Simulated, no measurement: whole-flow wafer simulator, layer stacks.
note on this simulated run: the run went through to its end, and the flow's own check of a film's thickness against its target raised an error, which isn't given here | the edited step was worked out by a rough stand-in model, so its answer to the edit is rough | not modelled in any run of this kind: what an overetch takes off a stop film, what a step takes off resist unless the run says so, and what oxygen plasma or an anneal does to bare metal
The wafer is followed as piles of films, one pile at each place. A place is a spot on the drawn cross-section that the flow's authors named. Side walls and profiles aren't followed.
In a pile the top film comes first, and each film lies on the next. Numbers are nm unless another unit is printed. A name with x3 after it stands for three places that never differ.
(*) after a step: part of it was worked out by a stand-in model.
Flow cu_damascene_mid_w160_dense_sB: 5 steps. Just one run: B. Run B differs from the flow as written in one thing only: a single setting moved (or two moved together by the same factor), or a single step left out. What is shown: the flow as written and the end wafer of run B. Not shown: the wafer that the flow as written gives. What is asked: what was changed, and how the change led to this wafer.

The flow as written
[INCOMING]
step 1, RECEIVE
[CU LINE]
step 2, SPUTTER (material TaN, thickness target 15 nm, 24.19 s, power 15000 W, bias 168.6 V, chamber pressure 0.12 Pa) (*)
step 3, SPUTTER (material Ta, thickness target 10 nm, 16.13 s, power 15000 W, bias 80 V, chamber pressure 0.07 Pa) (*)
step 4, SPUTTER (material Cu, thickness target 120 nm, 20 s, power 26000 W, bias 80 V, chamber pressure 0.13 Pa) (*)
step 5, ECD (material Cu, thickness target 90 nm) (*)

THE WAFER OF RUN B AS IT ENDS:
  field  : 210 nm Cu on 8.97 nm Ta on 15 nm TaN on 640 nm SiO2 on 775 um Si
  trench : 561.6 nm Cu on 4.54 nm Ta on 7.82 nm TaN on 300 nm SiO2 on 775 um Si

What caused this: step 3, SPUTTER: power 13460 W was run, though the flow has power 15000 W.

How this came from the change, step by step:
  step 3, SPUTTER (material Ta, thickness target 10 nm, 16.13 s, power 15000 W, bias 80 V, chamber pressure 0.07 Pa) (*)
      field: +8.97 Ta (new film) (as written it would have been: +10 Ta (new film))
      trench: +4.54 Ta (new film) (as written it would have been: +5.14 Ta (new film))
